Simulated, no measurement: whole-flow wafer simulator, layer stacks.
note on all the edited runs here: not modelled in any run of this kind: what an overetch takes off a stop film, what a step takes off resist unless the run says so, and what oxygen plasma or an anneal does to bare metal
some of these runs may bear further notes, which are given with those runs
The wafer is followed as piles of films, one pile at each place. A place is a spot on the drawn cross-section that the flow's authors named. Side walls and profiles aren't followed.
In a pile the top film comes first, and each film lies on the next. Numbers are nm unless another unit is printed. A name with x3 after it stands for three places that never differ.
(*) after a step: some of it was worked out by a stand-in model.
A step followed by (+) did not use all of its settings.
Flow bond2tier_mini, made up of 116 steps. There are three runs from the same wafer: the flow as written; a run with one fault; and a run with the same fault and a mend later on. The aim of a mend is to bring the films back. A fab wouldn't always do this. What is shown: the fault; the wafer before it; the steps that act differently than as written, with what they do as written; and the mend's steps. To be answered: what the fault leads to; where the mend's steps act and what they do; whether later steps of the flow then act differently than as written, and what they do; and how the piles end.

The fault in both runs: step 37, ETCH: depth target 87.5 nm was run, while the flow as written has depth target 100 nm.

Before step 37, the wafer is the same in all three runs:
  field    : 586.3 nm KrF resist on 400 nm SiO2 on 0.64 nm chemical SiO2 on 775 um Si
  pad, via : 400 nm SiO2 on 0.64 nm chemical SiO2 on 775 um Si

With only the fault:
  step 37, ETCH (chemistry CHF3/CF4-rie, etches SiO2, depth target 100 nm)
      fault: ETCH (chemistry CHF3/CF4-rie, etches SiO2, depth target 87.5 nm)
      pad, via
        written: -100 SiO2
        fault: -87.5 SiO2
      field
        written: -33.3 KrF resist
        fault: -29.2 KrF resist
  Later steps of the flow acting differently than as written (3 other steps are not shown; they differ only slightly, by no more than 2% or 0.5 nm, whichever is larger):
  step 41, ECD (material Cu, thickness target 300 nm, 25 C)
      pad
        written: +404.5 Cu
        fault: +391.4 Cu
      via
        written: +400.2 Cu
        fault: +387.6 Cu
  The piles end different from the flow's at pad by more than 2% or 0.5 nm, whichever is larger.
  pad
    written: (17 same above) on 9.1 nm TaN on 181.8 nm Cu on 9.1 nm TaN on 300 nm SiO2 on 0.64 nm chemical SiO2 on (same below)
    fault: (17 same above) on 9.1 nm TaN on 169.2 nm Cu on 9.21 nm TaN on 312.5 nm SiO2 on 0.64 nm chemical SiO2 on (same below)

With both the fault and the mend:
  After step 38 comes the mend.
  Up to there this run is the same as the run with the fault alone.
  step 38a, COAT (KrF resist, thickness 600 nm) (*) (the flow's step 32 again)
      field
        +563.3 KrF resist (new film)
      pad
        +638.4 KrF resist (new film)
      via
        +633.3 KrF resist (new film)
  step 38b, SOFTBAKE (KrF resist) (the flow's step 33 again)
      does not change any film at any place that is followed
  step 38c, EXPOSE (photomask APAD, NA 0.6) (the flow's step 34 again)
      does not change any film at any place that is followed
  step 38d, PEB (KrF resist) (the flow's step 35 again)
      does not change any film at any place that is followed
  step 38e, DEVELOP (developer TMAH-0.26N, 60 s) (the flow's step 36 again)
      field
        -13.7 KrF resist
      pad
        -638.4 KrF resist (all of it)
      via
        -633.3 KrF resist (all of it)
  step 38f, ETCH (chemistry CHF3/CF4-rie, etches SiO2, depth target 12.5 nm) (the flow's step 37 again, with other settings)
      pad, via
        -12.5 SiO2
      field
        -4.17 KrF resist
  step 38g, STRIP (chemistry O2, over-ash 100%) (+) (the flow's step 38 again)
      field
        -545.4 KrF resist (all of it)
  Every later step of the flow that is run acts as written at every place that is followed.
  The piles end the same as the flow's at every place that both follow.
